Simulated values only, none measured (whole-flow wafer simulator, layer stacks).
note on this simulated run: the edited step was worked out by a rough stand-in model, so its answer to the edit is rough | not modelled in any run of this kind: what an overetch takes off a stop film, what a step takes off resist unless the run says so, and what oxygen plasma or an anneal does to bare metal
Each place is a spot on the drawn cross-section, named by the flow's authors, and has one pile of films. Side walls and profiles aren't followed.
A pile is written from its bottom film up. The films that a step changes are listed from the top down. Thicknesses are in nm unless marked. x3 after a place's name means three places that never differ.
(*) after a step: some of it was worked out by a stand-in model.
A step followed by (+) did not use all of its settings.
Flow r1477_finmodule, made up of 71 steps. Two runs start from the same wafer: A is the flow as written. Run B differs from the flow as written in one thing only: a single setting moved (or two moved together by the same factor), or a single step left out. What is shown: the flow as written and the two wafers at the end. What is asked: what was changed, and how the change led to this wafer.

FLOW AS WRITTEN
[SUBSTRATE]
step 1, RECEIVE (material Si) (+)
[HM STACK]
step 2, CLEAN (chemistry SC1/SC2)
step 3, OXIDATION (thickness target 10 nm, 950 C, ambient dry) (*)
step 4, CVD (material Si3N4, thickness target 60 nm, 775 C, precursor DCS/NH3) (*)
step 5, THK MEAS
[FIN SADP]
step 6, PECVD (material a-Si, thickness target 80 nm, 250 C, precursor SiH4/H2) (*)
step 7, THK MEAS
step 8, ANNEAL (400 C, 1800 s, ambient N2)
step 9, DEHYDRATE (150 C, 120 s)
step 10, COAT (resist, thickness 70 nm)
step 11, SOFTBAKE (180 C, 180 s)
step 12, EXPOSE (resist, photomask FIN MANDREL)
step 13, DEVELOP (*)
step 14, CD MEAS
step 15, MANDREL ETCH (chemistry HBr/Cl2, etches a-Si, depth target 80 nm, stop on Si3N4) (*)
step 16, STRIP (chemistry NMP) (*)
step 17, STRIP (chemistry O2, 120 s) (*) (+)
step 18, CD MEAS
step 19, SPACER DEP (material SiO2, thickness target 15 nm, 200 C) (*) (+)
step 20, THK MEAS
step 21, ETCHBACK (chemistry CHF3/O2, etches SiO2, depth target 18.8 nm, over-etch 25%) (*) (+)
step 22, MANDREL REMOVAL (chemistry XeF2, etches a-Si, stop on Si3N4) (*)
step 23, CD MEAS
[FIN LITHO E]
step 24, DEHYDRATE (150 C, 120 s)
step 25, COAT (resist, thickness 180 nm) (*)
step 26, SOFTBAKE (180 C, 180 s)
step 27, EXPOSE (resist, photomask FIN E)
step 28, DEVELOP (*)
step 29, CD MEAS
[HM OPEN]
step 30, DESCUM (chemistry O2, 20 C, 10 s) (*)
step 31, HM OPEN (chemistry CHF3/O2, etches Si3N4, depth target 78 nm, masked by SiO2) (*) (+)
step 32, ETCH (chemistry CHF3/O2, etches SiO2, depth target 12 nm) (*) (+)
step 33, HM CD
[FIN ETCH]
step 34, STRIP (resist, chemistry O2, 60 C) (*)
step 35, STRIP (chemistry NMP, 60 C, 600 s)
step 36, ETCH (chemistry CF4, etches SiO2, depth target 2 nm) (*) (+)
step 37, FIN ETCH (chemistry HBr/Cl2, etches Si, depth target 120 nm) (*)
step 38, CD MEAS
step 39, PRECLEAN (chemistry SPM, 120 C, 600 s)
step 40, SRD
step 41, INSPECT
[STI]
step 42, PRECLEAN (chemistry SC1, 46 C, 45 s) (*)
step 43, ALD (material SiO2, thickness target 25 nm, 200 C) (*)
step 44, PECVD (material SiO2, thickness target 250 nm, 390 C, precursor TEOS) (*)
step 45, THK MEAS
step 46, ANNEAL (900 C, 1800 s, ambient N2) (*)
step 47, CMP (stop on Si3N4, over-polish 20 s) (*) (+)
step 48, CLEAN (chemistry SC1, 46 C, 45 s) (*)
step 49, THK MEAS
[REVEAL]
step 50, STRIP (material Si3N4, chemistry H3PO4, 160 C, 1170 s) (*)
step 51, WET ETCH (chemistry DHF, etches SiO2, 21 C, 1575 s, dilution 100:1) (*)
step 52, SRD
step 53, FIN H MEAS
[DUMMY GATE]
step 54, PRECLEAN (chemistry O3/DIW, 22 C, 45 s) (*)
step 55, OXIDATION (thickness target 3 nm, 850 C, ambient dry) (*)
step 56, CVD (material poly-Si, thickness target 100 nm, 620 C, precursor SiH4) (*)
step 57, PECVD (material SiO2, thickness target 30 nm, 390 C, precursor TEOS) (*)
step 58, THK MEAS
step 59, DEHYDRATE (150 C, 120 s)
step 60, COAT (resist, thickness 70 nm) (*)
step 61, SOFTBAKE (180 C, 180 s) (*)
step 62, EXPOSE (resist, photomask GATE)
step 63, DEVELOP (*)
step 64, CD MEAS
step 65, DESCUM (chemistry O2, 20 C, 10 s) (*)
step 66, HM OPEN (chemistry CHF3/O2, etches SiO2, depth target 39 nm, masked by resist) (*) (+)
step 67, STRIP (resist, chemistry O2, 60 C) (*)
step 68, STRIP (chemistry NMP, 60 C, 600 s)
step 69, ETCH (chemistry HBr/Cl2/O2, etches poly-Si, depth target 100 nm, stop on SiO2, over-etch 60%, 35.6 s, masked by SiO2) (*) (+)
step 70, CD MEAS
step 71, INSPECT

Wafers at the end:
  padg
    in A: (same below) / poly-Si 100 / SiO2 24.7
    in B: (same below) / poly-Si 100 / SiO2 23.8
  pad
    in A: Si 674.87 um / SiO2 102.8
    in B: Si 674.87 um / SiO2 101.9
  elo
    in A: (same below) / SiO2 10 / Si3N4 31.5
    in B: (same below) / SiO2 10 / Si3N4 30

The reason: step 69, ETCH: depth target 117.5 nm was run, though the flow has depth target 100 nm; step 69, ETCH: 41.8 s was run, where the flow has 35.6 s.

The path from the change to this, step by step:
  step 69, ETCH (chemistry HBr/Cl2/O2, etches poly-Si, depth target 100 nm, stop on SiO2, over-etch 60%, 35.6 s, masked by SiO2) (*) (+)
      padg, elg, esg and 15 more: A -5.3 SiO2 | B -6.23 SiO2
      pad, eso, e40so and 8 more: A -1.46 chemical SiO2 (all of it), -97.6 poly-Si (all of it), -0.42 SiO2 | B -1.46 chemical SiO2 (all of it), -97.6 poly-Si (all of it), -1.35 SiO2
      (and at 4 other places as well)
